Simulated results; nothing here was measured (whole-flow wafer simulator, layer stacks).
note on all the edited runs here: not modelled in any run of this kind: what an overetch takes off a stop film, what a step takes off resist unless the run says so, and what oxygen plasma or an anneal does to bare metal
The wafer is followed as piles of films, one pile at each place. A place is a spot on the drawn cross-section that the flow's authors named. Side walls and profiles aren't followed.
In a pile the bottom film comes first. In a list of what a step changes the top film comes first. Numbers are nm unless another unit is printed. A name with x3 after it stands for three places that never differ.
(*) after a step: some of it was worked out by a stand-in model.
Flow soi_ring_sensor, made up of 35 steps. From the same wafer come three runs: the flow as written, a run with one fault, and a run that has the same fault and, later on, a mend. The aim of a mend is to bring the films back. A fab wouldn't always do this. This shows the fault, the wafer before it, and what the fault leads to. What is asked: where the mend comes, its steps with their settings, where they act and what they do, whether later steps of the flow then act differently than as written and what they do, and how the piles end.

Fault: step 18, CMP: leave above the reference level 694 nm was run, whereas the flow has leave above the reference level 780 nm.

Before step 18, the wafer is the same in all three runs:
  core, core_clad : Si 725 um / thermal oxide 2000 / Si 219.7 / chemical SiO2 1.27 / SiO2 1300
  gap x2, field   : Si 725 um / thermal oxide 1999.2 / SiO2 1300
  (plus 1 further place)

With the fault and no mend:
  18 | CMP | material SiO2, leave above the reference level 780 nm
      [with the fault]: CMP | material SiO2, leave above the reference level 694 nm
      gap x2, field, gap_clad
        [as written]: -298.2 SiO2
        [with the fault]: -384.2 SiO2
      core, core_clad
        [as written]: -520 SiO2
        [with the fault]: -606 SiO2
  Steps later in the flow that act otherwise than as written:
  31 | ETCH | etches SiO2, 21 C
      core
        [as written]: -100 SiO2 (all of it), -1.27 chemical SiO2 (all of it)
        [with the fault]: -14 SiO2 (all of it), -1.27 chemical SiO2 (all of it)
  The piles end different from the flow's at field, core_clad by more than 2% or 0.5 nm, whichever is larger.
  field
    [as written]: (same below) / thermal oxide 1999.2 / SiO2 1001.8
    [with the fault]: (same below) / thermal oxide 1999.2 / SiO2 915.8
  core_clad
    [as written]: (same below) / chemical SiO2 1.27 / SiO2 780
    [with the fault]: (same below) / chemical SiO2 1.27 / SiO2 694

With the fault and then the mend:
  After step 19 comes the mend.
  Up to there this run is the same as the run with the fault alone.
  19a | HDPCVD | material SiO2, thickness target 86 nm, 350 C (*) (a further turn of the flow's step 17, with different settings)
      core, gap x2, field, core_clad, gap_clad
        +86 SiO2
  Later steps of the flow that are run all act as written at every place that is followed.
  At every place that both follow, the piles at the end match the flow's.
